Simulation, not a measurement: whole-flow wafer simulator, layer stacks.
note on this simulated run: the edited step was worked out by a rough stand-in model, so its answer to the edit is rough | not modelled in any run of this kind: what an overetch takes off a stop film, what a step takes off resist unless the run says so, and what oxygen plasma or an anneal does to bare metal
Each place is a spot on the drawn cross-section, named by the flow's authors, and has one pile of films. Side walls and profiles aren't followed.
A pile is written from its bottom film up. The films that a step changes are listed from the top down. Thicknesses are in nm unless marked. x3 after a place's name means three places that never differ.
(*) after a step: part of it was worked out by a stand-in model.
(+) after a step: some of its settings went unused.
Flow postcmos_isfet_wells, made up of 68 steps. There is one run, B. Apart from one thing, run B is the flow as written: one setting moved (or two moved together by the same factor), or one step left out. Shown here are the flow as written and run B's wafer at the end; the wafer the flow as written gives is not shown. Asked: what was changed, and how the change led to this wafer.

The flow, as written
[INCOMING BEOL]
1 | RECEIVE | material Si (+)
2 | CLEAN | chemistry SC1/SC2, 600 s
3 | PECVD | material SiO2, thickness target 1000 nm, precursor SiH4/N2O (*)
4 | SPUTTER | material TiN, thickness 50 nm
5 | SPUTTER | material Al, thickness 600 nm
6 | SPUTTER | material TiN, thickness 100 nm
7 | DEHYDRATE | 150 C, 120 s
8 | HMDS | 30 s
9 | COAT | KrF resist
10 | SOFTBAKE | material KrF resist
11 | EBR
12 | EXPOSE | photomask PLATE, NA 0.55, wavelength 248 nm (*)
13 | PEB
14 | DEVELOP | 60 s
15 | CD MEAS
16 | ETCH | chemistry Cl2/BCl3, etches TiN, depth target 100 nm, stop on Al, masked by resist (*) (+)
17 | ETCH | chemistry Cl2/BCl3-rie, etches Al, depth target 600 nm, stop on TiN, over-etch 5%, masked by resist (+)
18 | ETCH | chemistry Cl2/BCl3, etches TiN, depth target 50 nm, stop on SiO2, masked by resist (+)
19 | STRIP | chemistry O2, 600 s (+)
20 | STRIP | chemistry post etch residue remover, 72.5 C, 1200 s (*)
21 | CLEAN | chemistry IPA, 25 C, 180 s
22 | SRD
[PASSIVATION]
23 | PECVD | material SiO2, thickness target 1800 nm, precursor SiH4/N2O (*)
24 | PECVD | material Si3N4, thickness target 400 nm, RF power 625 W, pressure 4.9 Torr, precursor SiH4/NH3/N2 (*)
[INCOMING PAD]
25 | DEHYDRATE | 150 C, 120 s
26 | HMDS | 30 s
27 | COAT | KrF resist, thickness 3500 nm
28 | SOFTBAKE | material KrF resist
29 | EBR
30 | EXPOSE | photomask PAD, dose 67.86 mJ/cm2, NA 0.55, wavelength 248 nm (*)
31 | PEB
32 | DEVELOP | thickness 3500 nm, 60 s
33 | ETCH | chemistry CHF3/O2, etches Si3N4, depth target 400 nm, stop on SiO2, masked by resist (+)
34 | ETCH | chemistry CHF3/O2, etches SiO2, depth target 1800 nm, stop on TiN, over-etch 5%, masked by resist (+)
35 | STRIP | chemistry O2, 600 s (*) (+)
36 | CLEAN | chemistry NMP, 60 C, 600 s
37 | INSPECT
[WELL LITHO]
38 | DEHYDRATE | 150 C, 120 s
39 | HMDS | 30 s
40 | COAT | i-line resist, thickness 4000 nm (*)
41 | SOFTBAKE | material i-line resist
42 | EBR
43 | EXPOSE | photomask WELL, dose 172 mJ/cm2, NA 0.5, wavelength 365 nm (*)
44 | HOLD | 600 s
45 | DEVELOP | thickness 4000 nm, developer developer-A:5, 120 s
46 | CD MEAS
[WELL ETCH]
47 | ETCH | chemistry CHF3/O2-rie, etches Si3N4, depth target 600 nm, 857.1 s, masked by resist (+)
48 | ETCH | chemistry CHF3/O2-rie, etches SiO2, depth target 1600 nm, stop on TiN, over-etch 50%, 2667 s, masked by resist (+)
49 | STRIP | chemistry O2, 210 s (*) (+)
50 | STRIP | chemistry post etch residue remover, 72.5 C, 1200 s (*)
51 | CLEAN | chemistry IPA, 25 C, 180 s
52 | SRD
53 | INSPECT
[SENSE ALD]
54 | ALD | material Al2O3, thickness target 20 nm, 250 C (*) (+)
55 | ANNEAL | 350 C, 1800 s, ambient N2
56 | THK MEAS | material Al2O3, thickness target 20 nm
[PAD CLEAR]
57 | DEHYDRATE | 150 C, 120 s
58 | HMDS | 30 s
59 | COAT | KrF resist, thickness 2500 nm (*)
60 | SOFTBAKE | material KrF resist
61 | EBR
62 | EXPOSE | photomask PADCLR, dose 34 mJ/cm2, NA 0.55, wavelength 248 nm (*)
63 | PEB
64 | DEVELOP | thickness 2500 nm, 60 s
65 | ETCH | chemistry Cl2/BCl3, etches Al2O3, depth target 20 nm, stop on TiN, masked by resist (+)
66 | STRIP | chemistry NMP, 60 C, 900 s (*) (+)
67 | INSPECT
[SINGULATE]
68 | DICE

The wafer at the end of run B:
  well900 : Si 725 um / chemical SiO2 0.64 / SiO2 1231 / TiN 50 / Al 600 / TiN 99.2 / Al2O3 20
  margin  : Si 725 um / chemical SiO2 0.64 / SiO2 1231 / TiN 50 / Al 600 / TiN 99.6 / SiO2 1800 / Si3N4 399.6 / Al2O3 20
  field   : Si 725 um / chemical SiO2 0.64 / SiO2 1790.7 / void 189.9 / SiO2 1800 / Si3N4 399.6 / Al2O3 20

The reason: step 3, PECVD: thickness target 1231 nm was run, though the flow has thickness target 1000 nm.
The wafer lets one read it off: well900 has SiO2 1231, and step 3 as written asks for 1000 nm.

The path from the change to this, step by step:
  3 | PECVD | material SiO2, thickness target 1000 nm, precursor SiH4/N2O (*)
      field, margin, well900, well1300 x3, pad_rim, pad_clr, pad_open: SiO2 gains 1231 (new film) (in the flow as written it would be: SiO2 gains 1000 (new film))
